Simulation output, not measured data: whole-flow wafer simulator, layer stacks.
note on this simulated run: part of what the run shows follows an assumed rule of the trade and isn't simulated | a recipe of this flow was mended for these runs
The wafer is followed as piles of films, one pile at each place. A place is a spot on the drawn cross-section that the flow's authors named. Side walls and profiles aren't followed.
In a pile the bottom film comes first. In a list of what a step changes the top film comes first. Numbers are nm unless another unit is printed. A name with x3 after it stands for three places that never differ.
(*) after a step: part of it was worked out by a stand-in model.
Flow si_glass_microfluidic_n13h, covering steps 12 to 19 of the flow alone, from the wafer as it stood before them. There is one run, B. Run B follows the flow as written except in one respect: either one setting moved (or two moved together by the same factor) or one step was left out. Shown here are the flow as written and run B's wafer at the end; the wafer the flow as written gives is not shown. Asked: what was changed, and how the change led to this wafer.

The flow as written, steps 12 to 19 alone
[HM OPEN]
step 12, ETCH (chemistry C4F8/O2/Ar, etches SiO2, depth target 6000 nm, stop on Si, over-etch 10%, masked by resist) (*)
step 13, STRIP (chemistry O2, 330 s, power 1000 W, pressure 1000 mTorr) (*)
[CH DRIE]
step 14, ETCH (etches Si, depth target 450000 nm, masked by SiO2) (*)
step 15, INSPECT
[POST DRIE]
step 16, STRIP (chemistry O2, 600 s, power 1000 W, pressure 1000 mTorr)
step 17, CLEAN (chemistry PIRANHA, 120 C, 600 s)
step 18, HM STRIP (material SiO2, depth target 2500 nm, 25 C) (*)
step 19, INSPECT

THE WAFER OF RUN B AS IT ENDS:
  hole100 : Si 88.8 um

What caused this: step 12, ETCH: over-etch 14.5% was run, whereas the flow has over-etch 10%.

How this came from the change, step by step:
  step 12, ETCH (chemistry C4F8/O2/Ar, etches SiO2, depth target 6000 nm, stop on Si, over-etch 10%, masked by resist) (*)
      land: thick-i-line-resist loses 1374 (as written it would have been: thick-i-line-resist loses 1320)
      hole100: SiO2 loses 6000 (all of it), Si loses 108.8 (as written it would have been: SiO2 loses 6000 (all of it), Si loses 75)
